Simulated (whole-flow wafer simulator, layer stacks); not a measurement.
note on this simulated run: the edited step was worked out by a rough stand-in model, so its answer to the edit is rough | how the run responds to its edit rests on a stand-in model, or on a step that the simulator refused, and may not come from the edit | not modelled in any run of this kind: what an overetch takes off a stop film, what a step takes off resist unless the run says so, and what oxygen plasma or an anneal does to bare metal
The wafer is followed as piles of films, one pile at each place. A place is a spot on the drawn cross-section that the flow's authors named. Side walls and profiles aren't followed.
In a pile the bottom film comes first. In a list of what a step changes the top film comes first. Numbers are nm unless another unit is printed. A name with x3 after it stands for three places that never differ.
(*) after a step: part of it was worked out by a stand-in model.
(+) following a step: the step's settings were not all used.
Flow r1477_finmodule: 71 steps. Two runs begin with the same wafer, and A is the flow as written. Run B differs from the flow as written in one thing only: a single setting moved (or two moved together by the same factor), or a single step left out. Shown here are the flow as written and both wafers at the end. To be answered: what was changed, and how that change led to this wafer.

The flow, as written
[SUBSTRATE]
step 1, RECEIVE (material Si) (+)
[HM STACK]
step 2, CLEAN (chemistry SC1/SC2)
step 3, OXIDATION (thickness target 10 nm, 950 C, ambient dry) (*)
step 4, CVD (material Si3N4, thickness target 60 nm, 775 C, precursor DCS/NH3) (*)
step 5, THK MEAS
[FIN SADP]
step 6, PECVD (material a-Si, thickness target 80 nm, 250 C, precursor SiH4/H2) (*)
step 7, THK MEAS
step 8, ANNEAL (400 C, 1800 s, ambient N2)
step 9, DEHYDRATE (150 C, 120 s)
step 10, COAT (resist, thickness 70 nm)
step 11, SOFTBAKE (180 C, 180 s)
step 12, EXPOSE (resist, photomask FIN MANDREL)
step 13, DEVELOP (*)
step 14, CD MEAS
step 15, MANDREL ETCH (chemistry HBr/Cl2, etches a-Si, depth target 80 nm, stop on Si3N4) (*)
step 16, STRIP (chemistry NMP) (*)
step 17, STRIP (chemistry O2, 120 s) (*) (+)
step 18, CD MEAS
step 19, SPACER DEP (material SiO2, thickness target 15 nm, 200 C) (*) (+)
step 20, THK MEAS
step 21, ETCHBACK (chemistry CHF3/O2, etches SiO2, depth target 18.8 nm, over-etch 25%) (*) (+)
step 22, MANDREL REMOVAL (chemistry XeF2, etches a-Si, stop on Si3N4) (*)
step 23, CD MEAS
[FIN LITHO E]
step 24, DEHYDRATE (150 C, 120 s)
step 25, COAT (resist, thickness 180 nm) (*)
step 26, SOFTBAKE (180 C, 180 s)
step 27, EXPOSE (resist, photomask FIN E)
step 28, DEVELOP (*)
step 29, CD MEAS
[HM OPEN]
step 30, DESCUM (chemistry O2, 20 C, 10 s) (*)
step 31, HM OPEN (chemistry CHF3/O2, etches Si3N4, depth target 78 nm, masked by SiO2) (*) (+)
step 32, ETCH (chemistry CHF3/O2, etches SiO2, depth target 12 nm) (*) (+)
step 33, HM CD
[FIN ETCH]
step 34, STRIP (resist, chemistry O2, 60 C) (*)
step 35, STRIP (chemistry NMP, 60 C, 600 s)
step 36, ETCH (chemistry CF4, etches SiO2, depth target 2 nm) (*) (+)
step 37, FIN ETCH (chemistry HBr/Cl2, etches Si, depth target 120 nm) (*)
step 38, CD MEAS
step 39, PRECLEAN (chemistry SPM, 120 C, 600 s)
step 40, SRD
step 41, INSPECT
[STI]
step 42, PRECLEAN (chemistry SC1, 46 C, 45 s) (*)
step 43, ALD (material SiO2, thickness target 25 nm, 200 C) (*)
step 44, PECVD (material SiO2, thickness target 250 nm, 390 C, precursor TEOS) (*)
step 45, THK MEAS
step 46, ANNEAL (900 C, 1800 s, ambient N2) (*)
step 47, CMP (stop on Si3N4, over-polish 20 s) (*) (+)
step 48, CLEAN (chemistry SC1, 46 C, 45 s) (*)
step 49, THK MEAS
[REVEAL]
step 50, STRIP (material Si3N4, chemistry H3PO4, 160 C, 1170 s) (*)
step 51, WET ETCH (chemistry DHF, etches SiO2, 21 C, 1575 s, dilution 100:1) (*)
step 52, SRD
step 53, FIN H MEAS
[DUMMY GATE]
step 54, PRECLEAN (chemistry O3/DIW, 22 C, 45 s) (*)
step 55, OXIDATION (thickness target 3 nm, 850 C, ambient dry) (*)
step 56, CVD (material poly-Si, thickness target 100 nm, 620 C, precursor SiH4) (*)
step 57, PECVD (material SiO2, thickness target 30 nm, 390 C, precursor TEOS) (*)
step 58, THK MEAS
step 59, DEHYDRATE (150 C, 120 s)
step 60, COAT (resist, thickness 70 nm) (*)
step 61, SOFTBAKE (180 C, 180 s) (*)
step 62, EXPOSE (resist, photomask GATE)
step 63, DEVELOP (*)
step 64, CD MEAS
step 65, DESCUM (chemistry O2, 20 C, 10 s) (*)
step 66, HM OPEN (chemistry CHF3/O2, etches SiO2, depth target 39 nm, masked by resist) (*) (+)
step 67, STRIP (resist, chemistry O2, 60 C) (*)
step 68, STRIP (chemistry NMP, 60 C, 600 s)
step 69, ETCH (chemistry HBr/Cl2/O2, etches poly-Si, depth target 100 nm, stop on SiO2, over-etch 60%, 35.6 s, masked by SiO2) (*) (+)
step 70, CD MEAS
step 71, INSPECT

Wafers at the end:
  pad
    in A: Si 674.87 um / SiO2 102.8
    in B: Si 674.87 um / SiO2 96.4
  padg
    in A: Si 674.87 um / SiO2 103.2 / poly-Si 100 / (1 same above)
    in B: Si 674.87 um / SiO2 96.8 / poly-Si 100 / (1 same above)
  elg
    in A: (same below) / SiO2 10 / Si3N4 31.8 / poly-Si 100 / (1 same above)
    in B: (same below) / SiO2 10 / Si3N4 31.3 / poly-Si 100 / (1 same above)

What caused this: step 51, WET ETCH: 1693 s was run, though the flow has 1575 s.

How this came from the change, step by step:
  step 51, WET ETCH (chemistry DHF, etches SiO2, 21 C, 1575 s, dilution 100:1) (*)
      pad, padg, e40sg and 12 more: A -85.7 SiO2 | B -92.1 SiO2
      esg, s40cg, s45cg, s50cg, s40co, s45co, s50co: A -79.1 SiO2 | B -85 SiO2
  step 56, CVD (material poly-Si, thickness target 100 nm, 620 C, precursor SiH4) (*)
      s40cg, s40co: A +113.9 poly-Si (new film) | B +121.9 poly-Si (new film)
      s45cg, s45co: A +113.4 poly-Si (new film) | B +119.3 poly-Si (new film)
      (also at 3 further places)
  step 60, COAT (resist, thickness 70 nm) (*)
      e40sg, eso, e40so: A +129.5 resist (new film) | B +135.1 resist (new film)
      e100sg, e100so: A +129.4 resist (new film) | B +135.1 resist (new film)
      (also at 10 further places)
  step 63, DEVELOP (*)
      eso, e40so: A -129.5 resist (all of it) | B -135.1 resist (all of it)
      e100so: A -129.4 resist (all of it) | B -135.1 resist (all of it)
      (also at 5 further places)
  step 67, STRIP (resist, chemistry O2, 60 C) (*)
      e40sg: A -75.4 resist (all of it) | B -81 resist (all of it)
      e100sg: A -75.3 resist (all of it) | B -80.9 resist (all of it)
      (also at 5 further places)
  step 69, ETCH (chemistry HBr/Cl2/O2, etches poly-Si, depth target 100 nm, stop on SiO2, over-etch 60%, 35.6 s, masked by SiO2) (*) (+)
      s40co: A -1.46 chemical SiO2 (all of it), -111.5 poly-Si (all of it), -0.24 SiO2 | B -1.48 chemical SiO2 (all of it), -119.4 poly-Si (all of it), -0.2 SiO2
      s45co: A -1.46 chemical SiO2 (all of it), -110.9 poly-Si (all of it), -0.25 SiO2 | B -1.48 chemical SiO2 (all of it), -116.8 poly-Si (all of it), -0.22 SiO2
      (also at 1 further place)
